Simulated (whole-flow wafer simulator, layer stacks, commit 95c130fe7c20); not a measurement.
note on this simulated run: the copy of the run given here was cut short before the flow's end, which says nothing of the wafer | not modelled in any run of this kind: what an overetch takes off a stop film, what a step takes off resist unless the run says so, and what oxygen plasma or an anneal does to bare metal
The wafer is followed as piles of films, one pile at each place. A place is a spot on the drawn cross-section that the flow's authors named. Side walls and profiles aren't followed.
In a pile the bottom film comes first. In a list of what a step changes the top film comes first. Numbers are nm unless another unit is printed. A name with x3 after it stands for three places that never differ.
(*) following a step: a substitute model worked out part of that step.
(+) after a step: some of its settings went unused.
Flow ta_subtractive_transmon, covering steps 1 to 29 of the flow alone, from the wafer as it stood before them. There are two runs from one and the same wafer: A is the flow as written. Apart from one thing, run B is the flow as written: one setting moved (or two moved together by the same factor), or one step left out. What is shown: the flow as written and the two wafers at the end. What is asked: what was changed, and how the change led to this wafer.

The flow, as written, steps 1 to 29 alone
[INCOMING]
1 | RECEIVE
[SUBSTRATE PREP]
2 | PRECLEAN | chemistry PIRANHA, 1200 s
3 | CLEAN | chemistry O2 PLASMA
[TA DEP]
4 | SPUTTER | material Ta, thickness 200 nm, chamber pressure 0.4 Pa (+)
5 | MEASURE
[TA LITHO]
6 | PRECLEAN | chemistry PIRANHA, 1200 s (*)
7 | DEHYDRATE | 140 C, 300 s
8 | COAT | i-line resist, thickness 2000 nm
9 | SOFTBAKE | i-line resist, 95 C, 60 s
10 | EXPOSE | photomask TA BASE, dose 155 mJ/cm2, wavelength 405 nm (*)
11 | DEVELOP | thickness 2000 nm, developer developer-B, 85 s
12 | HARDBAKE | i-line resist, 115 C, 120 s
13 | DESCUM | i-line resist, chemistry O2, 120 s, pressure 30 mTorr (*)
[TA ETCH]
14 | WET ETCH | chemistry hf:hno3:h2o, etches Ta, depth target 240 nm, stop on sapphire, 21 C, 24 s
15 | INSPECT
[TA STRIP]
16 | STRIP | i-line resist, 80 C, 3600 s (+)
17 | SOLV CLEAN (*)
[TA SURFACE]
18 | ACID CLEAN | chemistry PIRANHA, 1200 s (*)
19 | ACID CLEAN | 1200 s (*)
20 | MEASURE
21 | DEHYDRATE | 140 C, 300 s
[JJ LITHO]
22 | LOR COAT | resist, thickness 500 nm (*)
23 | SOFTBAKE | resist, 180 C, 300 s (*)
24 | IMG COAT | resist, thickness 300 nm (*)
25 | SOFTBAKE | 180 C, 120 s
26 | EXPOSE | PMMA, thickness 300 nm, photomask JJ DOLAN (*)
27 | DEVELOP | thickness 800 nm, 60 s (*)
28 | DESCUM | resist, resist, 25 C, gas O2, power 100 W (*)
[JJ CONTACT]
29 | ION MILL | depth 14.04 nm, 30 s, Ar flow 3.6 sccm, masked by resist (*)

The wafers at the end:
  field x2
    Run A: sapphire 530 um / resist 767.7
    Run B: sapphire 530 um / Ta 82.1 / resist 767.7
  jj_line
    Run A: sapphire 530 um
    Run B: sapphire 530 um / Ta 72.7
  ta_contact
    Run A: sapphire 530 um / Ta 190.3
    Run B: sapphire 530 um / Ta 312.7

Cause: step 4, SPUTTER: thickness 322.4 nm was run, though the flow has thickness 200 nm.

Step by step, how the change led to this:
  4 | SPUTTER | material Ta, thickness 200 nm, chamber pressure 0.4 Pa (+)
      field x2, jj_line, lead, ta_contact, ta_pad: A +200 Ta (new film) | B +322.4 Ta (new film)
  14 | WET ETCH | chemistry hf:hno3:h2o, etches Ta, depth target 240 nm, stop on sapphire, 21 C, 24 s
      field x2, jj_line, lead: A -200 Ta (all of it) | B -240 Ta
  22 | LOR COAT | resist, thickness 500 nm (*)
      ta_contact: A +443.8 resist (new film) | B +433.7 resist (new film)
  29 | ION MILL | depth 14.04 nm, 30 s, Ar flow 3.6 sccm, masked by resist (*)
      jj_line, lead: A -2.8 sapphire | B -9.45 Ta
Taking metal films that touch as one body, field x2 has 1 body; the flow as written gives 0 bodies.
Taking metal films that touch as one body, jj_line has 1 body; the flow as written gives 0 bodies.
